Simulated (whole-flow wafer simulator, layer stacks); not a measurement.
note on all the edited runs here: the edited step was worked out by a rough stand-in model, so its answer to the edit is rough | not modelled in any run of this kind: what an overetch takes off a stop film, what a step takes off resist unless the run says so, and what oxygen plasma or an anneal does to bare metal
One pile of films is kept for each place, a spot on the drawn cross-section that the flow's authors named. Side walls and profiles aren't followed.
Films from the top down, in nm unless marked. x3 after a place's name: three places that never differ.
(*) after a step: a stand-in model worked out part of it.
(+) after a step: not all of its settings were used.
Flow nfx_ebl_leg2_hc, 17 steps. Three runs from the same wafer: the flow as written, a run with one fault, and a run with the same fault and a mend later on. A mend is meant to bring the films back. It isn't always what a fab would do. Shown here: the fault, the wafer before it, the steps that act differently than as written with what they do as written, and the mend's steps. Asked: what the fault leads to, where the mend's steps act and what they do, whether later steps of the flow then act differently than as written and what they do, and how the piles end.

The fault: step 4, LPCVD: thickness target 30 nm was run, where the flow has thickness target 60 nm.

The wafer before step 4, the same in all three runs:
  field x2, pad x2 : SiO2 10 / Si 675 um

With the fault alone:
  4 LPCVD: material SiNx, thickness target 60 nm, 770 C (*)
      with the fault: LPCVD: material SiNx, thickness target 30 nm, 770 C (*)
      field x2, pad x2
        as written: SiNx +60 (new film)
        with the fault: SiNx +30 (new film)
  Later steps of the flow that act differently than as written:
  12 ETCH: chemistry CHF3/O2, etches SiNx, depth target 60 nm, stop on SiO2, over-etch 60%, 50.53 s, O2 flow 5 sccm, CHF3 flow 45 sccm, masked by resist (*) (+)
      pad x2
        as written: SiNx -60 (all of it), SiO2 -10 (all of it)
        with the fault: SiNx -30 (all of it), SiO2 -10 (all of it)
  At the end the piles differ from the flow's by more than 2% or 0.5 nm, whichever is larger, at field x2.
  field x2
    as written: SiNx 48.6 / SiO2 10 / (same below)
    with the fault: SiNx 18.6 / SiO2 10 / (same below)

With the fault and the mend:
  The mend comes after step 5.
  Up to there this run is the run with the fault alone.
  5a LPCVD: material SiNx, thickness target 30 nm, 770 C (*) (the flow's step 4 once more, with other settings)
      field x2, pad x2
        SiNx +30
  No later step of the flow acts differently than as written at any place that is followed.
  At the end the piles are the same as the flow's at every place that both follow.
